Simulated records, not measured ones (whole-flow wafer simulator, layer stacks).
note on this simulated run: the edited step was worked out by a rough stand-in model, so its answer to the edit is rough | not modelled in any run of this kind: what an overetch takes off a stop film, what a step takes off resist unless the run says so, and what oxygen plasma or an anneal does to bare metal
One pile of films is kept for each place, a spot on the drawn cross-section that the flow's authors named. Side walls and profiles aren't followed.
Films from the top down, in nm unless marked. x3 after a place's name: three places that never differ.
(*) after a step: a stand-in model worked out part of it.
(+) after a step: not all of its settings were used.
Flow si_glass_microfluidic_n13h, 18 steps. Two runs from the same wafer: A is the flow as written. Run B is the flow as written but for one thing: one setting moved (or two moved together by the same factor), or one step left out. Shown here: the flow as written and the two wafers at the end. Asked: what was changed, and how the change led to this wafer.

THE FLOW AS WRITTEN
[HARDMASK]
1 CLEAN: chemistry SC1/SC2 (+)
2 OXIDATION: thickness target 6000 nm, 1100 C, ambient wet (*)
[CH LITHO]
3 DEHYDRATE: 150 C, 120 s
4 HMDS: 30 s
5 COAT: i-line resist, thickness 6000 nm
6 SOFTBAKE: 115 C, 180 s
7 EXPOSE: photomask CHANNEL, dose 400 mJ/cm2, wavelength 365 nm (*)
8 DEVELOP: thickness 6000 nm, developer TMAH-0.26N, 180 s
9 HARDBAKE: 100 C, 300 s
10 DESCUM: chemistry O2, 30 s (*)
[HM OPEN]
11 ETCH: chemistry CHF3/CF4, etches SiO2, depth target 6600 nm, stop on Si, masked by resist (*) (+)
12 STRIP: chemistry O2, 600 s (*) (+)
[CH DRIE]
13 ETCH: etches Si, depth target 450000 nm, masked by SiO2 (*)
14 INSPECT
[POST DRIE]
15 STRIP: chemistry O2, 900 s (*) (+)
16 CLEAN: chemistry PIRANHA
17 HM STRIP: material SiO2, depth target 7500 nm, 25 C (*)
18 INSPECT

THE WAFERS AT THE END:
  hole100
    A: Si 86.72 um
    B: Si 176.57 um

The cause: step 13, ETCH: depth target 360000 nm was run, where the flow has depth target 450000 nm.

How the change led to this, step by step:
  13 ETCH: etches Si, depth target 450000 nm, masked by SiO2 (*)
      land: A SiO2 -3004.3 | B SiO2 -2405.2
      hole100: A chemical SiO2 -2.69 (all of it), Si -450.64 um | B chemical SiO2 -2.69 (all of it), Si -360.79 um
  17 HM STRIP: material SiO2, depth target 7500 nm, 25 C (*)
      land: A SiO2 -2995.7 (all of it) | B SiO2 -3594.8 (all of it)
